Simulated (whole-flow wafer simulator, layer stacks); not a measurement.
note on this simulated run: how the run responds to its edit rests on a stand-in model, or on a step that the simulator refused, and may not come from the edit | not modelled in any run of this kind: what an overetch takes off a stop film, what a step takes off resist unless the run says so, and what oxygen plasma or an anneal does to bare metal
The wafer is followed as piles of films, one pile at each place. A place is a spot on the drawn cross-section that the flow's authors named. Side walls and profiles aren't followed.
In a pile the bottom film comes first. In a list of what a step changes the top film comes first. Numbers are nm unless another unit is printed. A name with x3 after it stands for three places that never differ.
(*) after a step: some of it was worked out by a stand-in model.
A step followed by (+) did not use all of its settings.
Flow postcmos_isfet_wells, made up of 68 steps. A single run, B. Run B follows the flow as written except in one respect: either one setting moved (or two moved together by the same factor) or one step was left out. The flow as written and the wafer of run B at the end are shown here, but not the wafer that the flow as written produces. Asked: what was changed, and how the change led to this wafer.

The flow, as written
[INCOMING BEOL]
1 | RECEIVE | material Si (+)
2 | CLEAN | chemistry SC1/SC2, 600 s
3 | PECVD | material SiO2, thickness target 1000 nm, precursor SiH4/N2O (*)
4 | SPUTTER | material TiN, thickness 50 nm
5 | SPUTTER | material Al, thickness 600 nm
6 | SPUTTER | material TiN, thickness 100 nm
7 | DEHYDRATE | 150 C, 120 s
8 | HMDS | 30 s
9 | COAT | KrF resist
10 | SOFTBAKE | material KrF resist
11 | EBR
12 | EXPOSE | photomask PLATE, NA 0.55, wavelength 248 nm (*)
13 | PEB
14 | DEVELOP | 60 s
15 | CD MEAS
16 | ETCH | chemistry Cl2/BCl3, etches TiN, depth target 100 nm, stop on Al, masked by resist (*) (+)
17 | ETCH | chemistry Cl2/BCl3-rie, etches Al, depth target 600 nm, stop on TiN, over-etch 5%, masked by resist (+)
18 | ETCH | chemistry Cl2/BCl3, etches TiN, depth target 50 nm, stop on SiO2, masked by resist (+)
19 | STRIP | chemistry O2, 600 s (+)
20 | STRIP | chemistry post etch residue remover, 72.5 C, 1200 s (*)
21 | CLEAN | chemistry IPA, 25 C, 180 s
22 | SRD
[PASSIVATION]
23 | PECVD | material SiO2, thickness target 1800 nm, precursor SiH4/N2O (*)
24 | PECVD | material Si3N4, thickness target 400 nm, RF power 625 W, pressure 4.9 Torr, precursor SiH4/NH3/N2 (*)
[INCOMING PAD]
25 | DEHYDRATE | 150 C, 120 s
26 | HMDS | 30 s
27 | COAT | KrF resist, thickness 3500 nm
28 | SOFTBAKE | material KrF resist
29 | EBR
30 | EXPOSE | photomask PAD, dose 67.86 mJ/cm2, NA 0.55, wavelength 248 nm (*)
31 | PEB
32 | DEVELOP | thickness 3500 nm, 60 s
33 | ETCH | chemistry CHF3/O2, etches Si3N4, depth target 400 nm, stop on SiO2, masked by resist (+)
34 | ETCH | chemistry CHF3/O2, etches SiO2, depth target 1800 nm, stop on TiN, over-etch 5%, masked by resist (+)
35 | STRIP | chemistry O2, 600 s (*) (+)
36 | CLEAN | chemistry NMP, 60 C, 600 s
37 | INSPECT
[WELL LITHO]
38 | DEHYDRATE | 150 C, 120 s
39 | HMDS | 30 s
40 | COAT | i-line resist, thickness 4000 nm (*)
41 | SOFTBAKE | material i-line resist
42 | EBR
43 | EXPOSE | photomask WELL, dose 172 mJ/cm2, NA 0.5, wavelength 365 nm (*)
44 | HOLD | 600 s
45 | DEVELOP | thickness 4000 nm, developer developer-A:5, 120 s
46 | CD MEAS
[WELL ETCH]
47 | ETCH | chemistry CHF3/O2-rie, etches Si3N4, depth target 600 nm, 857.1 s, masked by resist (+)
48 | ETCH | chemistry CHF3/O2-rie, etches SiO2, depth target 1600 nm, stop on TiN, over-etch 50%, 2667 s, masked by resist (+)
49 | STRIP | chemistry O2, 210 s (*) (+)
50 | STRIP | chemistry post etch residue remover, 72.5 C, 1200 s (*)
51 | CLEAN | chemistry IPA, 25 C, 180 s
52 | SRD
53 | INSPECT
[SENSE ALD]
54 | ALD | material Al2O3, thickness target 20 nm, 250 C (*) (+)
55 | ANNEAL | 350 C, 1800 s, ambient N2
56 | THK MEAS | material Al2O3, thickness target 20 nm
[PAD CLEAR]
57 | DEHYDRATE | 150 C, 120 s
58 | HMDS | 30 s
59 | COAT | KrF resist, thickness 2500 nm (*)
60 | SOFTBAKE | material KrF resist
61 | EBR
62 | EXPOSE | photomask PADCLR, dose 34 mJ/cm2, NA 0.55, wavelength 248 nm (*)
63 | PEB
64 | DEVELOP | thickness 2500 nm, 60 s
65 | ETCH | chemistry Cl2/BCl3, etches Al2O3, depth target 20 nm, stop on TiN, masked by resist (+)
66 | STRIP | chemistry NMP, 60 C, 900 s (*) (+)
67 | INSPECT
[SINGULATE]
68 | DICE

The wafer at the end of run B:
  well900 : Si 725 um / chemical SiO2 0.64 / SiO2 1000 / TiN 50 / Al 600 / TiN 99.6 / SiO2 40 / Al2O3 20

What caused this: step 48, ETCH: depth target 1040 nm was run, though the flow has depth target 1600 nm.

Step by step, how the change led to this:
  48 | ETCH | chemistry CHF3/O2-rie, etches SiO2, depth target 1600 nm, stop on TiN, over-etch 50%, 2667 s, masked by resist (+)
      well900, well1300 x3: SiO2 loses 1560 (it would be, as written: SiO2 loses 1600 (all of it))
      field, margin, pad_rim, pad_clr, pad_open: i-line resist loses 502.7 (it would be, as written: i-line resist loses 773.3)
  49 | STRIP | chemistry O2, 210 s (*) (+)
      field, margin, pad_rim: i-line resist loses 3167 (all of it) (it would be, as written: i-line resist loses 2896.3 (all of it))
      pad_clr: i-line resist loses 2267.2 (all of it) (it would be, as written: i-line resist loses 1996.5 (all of it))
      (as well as at 1 more place)
